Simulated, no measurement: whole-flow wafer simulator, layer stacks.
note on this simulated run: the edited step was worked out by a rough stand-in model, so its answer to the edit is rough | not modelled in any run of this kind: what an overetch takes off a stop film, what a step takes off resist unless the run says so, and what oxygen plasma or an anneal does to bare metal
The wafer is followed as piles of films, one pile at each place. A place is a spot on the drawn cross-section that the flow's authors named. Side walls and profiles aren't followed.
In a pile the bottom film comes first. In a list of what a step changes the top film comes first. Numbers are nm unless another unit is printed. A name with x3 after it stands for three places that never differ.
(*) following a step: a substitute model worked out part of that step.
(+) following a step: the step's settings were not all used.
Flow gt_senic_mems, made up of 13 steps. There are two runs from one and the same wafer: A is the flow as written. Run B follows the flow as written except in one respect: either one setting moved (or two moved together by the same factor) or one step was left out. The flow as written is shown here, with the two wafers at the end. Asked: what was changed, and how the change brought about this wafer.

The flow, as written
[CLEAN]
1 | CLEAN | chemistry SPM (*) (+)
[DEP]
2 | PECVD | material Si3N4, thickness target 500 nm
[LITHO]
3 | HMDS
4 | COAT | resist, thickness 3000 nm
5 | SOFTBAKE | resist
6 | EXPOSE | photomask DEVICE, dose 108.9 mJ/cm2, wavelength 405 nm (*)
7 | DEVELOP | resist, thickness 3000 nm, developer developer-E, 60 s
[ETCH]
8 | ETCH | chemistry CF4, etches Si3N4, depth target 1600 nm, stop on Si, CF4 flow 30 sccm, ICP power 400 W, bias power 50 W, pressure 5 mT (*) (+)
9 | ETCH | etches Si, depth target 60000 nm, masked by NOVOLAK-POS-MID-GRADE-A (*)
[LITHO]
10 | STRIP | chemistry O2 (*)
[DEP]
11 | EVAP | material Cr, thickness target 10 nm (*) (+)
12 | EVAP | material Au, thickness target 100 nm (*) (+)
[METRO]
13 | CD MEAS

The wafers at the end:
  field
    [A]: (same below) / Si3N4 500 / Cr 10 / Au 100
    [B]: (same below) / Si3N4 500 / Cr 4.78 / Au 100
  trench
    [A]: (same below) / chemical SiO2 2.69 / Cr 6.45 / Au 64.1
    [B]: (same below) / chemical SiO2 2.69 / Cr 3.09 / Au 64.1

Cause: step 11, EVAP: thickness target 4.78 nm was run, whereas the flow has thickness target 10 nm.
One can read it off the wafer: field has Cr 4.78, and step 11 as written asks for 10 nm.

The path from the change to this, step by step:
  11 | EVAP | material Cr, thickness target 10 nm (*) (+)
      field: A +10 Cr (new film) | B +4.78 Cr (new film)
      trench: A +6.45 Cr (new film) | B +3.09 Cr (new film)
